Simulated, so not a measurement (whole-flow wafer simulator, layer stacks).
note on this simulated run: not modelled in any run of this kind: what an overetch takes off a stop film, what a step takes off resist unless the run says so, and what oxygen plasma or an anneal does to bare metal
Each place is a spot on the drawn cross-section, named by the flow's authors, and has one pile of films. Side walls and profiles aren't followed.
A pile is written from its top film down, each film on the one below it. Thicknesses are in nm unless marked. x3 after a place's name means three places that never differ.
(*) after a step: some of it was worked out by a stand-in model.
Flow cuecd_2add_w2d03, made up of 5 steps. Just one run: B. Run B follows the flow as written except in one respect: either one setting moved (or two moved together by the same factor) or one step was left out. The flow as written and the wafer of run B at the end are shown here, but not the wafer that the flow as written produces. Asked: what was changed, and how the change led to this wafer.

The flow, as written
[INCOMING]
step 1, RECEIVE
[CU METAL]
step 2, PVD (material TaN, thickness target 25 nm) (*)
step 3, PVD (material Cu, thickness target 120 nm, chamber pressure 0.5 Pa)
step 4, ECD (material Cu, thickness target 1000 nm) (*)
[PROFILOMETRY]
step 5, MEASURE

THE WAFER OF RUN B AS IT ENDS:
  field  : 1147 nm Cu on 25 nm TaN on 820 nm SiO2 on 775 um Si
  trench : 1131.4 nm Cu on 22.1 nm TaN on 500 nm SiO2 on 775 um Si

What caused this: step 3, PVD: thickness target 147 nm was run, whereas the flow has thickness target 120 nm.

Step by step, how the change led to this:
  step 3, PVD (material Cu, thickness target 120 nm, chamber pressure 0.5 Pa)
      field: Cu gains 147 (new film) (as written it would have been: Cu gains 120 (new film))
      trench: Cu gains 131.4 (new film) (as written it would have been: Cu gains 107.2 (new film))
